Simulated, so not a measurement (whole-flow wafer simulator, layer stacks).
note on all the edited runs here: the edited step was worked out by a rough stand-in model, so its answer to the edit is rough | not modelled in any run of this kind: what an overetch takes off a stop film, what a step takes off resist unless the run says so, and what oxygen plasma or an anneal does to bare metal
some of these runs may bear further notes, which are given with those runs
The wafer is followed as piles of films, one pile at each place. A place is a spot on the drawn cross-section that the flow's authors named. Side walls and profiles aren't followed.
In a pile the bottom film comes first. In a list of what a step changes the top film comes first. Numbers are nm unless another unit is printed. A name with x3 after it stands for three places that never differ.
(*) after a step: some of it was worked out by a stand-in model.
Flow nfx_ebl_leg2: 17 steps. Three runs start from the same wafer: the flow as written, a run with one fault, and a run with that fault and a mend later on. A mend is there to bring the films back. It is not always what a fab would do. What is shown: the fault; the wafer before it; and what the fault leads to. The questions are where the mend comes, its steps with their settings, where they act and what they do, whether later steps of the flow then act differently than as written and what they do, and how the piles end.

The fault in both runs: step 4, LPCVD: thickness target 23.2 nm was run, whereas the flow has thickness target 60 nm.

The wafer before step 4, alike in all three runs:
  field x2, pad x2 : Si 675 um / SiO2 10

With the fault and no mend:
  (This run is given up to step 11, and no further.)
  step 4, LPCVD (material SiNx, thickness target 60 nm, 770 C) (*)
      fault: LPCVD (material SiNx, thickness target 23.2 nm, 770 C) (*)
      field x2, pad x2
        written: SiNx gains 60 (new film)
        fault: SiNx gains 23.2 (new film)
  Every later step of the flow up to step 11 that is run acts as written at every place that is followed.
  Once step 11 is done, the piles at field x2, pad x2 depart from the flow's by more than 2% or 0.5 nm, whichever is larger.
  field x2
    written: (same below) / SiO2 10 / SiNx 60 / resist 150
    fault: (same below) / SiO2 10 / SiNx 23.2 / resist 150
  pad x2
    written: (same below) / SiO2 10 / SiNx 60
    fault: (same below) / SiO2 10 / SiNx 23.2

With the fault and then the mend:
  The mend follows step 5.
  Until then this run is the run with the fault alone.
  step 5a, LPCVD (material SiNx, thickness target 36.8 nm, 770 C) (*) (the flow's step 4 again, with other settings)
      field x2, pad x2
        SiNx gains 36.8
  Every later step of the flow that is run acts as written at every place that is followed.
  The piles end the same as the flow's at every place that both follow.
